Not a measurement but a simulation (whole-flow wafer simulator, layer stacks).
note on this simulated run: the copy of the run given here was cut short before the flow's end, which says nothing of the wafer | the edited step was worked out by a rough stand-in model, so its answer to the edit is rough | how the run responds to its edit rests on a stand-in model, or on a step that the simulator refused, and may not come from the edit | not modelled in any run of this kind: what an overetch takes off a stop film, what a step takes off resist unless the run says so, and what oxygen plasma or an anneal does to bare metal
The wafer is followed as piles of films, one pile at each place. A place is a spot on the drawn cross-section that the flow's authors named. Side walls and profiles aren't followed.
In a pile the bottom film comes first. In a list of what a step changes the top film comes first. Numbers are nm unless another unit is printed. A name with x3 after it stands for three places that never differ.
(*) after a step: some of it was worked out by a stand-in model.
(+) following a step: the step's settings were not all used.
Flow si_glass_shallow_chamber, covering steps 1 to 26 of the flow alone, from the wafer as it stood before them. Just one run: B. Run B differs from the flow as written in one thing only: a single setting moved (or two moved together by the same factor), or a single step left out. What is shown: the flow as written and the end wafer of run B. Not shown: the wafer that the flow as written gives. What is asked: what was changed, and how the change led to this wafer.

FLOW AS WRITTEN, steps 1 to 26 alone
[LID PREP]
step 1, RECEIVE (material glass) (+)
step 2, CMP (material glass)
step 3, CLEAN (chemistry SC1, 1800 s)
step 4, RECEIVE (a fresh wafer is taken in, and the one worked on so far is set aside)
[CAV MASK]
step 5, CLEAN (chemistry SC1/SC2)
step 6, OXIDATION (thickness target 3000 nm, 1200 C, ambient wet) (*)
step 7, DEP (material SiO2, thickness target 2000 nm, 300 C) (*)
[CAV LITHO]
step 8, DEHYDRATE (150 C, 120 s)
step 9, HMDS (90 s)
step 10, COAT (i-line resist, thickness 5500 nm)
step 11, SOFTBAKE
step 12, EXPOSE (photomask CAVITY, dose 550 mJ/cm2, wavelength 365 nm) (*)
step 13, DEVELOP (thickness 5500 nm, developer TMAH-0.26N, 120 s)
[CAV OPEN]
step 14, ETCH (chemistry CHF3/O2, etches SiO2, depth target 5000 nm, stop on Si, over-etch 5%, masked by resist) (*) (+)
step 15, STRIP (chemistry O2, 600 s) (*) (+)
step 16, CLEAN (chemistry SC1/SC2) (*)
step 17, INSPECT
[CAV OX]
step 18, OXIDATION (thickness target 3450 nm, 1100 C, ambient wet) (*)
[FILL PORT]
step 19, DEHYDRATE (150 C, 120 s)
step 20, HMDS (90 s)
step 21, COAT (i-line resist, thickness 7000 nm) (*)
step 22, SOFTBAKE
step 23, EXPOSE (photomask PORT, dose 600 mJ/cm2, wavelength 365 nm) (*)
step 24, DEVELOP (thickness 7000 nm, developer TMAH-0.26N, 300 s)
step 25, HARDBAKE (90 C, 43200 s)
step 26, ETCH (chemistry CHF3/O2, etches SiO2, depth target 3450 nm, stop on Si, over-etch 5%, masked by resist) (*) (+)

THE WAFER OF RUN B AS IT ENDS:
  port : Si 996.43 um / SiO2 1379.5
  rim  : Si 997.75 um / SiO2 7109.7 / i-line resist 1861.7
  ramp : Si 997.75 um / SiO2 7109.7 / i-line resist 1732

What caused this: step 18, OXIDATION: thickness target 5002 nm was run, while the flow as written has thickness target 3450 nm.

Step by step, how the change led to this:
  step 18, OXIDATION (thickness target 3450 nm, 1100 C, ambient wet) (*)
      rim, ramp, septum, ring: +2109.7 SiO2, -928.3 Si (in the flow as written it would be: +1109.8 SiO2, -488.3 Si)
      cav, port: +5002 SiO2 (new film), -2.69 chemical SiO2 (all of it), -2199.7 Si (in the flow as written it would be: +3450 SiO2 (new film), -2.69 chemical SiO2 (all of it), -1516.8 Si)
  step 21, COAT (i-line resist, thickness 7000 nm) (*)
      ramp: +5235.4 i-line resist (new film) (in the flow as written it would be: +5087.8 i-line resist (new film))
  step 22, SOFTBAKE
      rim: -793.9 i-line resist (in the flow as written it would be: -849 i-line resist)
      ramp: -397.2 i-line resist (in the flow as written it would be: -434.5 i-line resist)
      (also at 4 further places)
  step 25, HARDBAKE (90 C, 43200 s)
      rim: -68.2 i-line resist (in the flow as written it would be: -62.5 i-line resist)
      ramp: -63.4 i-line resist (in the flow as written it would be: -57.1 i-line resist)
      (also at 1 further place)
  step 26, ETCH (chemistry CHF3/O2, etches SiO2, depth target 3450 nm, stop on Si, over-etch 5%, masked by resist) (*) (+)
      port: -3622.5 SiO2 (in the flow as written it would be: -3450 SiO2 (all of it), -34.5 Si)
